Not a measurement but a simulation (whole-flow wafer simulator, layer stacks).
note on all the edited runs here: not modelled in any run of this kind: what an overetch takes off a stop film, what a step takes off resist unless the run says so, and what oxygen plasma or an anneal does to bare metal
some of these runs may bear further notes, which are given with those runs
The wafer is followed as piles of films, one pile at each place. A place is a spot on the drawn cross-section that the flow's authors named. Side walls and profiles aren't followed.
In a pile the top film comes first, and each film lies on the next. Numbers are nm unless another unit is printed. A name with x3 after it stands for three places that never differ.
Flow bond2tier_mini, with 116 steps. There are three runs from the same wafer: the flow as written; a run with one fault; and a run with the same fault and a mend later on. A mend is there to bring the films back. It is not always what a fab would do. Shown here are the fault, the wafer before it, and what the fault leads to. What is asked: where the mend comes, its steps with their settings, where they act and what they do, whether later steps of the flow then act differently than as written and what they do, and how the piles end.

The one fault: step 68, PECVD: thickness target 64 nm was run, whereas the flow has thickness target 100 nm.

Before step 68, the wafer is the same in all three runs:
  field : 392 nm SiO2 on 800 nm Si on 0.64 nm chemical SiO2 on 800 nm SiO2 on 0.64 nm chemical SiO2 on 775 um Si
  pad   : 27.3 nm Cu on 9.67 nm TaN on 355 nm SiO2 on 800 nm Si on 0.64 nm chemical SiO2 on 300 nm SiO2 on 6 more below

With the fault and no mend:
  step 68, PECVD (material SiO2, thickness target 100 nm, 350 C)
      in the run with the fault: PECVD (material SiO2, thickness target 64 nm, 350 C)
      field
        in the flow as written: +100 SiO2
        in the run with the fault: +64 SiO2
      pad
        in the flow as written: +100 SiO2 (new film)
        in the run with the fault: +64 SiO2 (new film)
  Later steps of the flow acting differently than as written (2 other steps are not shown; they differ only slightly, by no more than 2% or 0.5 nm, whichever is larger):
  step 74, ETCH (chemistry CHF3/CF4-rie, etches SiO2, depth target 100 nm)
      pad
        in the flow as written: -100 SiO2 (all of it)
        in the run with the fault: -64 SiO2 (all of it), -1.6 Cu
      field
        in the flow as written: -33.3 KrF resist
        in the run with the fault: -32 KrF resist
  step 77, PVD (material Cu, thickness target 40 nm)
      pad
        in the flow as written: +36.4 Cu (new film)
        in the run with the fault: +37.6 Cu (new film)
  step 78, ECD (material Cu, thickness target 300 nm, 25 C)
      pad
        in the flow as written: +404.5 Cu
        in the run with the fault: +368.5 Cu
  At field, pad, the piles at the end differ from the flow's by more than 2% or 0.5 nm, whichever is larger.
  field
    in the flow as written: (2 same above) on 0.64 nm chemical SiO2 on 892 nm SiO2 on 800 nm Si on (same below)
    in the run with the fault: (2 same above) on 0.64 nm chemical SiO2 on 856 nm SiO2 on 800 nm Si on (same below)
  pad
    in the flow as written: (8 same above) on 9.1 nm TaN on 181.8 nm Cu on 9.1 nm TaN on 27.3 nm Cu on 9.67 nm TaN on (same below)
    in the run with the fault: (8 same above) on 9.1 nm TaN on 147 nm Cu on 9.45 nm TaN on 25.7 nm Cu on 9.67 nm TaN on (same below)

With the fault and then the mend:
  The mend follows step 68.
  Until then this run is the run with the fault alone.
  step 68a, PECVD (material SiO2, thickness target 36 nm, 350 C) (the flow's step 68, run once more with other settings)
      field, pad
        +36 SiO2
  Every later step of the flow that is run acts as written at every place that is followed.
  The piles end the same as the flow's at every place that both follow.
